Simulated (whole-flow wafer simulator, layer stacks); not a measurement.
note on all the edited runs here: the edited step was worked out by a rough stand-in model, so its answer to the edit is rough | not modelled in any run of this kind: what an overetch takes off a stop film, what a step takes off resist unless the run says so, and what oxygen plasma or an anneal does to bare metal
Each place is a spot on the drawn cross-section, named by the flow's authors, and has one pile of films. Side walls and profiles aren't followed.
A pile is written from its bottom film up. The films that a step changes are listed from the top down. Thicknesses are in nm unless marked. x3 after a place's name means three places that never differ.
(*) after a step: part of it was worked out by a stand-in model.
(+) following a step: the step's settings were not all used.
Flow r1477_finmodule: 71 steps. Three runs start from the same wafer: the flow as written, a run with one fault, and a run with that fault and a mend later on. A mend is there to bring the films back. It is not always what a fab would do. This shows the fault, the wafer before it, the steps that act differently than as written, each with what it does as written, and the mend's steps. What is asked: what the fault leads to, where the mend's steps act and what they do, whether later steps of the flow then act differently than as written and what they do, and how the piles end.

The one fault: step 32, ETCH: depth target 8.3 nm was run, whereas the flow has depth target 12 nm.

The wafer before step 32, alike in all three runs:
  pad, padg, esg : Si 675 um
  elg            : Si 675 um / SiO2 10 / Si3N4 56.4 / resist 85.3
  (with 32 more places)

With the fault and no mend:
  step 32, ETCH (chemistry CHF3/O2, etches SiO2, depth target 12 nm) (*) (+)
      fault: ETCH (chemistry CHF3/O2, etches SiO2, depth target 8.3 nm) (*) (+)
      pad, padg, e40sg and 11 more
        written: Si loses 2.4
        fault: Si loses 1.66
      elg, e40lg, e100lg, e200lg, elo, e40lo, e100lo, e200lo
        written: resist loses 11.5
        fault: resist loses 7.95
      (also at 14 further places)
  Steps further on in the flow that do not act as written (4 other steps are not shown; they differ only slightly, by no more than 2% or 0.5 nm, whichever is larger):
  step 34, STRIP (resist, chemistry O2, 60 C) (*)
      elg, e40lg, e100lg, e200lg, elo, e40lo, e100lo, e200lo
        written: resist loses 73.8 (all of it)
        fault: resist loses 77.3 (all of it)
  At the end the piles are close to the flow's at the places that both follow, differing by at most 2% or 0.5 nm, whichever is larger.

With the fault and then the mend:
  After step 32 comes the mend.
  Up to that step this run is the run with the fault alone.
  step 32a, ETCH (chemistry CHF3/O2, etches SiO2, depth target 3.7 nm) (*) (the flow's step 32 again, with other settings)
      pad, padg, e40sg and 11 more
        Si loses 0.74
      elg, e40lg, e100lg, e200lg, elo, e40lo, e100lo, e200lo
        resist loses 3.55
      s40sg_line, s45sg_line, s50sg_line, s40so_line, s45so_line, s50so_line
        SiO2 loses 3.7
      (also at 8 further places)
  None of the later steps of the flow differs from how it acts as written, at any place that is followed, by more than 2% or 0.5 nm, whichever is larger.
  At the end the piles are close to the flow's at the places that both follow, differing by at most 2% or 0.5 nm, whichever is larger.
